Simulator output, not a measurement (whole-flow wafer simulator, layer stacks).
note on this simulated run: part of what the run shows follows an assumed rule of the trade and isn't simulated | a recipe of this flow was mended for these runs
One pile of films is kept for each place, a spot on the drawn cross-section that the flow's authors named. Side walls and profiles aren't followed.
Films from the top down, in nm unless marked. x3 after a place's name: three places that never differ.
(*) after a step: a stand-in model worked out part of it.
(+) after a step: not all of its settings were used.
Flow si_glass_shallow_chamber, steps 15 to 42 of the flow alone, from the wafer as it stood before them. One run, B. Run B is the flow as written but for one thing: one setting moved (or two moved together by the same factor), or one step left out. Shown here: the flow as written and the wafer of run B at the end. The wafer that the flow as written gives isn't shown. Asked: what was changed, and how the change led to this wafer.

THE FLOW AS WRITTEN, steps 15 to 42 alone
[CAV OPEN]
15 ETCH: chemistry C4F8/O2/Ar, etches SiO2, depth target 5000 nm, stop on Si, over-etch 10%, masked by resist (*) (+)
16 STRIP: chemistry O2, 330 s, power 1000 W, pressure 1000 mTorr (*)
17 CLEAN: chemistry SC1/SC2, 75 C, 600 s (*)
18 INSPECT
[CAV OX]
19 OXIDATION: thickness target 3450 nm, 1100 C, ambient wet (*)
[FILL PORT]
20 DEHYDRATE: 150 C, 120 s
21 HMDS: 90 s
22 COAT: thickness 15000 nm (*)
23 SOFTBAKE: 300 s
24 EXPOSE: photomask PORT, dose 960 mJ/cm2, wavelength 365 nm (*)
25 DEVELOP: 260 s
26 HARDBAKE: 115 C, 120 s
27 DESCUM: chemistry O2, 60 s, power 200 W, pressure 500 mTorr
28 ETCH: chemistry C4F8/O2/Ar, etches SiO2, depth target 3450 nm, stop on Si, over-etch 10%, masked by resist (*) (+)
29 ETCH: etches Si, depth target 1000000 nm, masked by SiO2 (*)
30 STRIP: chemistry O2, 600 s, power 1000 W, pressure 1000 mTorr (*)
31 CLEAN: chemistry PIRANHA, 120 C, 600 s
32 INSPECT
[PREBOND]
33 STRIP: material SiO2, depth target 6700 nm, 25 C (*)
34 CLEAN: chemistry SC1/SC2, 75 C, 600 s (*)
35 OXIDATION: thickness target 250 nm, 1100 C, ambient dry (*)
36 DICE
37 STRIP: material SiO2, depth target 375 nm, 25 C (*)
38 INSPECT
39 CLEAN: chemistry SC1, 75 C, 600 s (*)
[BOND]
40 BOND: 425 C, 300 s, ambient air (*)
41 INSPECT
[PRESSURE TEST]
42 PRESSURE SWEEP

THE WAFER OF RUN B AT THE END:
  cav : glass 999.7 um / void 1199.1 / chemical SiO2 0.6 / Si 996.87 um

The cause: step 15, ETCH: depth target 5750 nm was run, where the flow has depth target 5000 nm.

How the change led to this, step by step:
  15 ETCH: chemistry C4F8/O2/Ar, etches SiO2, depth target 5000 nm, stop on Si, over-etch 10%, masked by resist (*) (+)
      cav, port: SiO2 -5000 (all of it), Si -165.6 (as written it would be: SiO2 -5000 (all of it), Si -62.5)
  22 COAT: thickness 15000 nm (*)
      rim: thick-i-line-resist +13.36 um (new film) (as written it would be: thick-i-line-resist +13.4 um (new film))
      ramp: thick-i-line-resist +12.84 um (new film) (as written it would be: thick-i-line-resist +12.89 um (new film))
      (and at 3 more places)
  23 SOFTBAKE: 300 s
      rim: thick-i-line-resist -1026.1 (as written it would be: thick-i-line-resist -997)
      ramp: thick-i-line-resist -502.5 (as written it would be: thick-i-line-resist -487.1)
      (and at 4 more places)
  25 DEVELOP: 260 s
      port: thick-i-line-resist -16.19 um (all of it) (as written it would be: thick-i-line-resist -16.16 um (all of it))
  29 ETCH: etches Si, depth target 1000000 nm, masked by SiO2 (*)
      rim, ramp: thick-i-line-resist -11.4 um (all of it), SiO2 -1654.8 (as written it would be: thick-i-line-resist -11.47 um (all of it), SiO2 -1617.3)
      port: hole +996.94 um (new film), Si -996.94 um (all of it) (as written it would be: hole +997.05 um (new film), Si -997.05 um (all of it))
      (and at 1 more place)
  30 STRIP: chemistry O2, 600 s, power 1000 W, pressure 1000 mTorr (*)
      cav: thick-i-line-resist -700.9 (all of it) (as written it would be: thick-i-line-resist -669.6 (all of it))
  40 BOND: 425 C, 300 s, ambient air (*)
      cav: glass +999.7 um (new film), void +1199.1 (new film) (as written it would be: glass +999.7 um (new film), void +1095.9 (new film))
      port: glass +999.7 um (new film), hole +1120.4 (as written it would be: glass +999.7 um (new film), hole +1017.3)
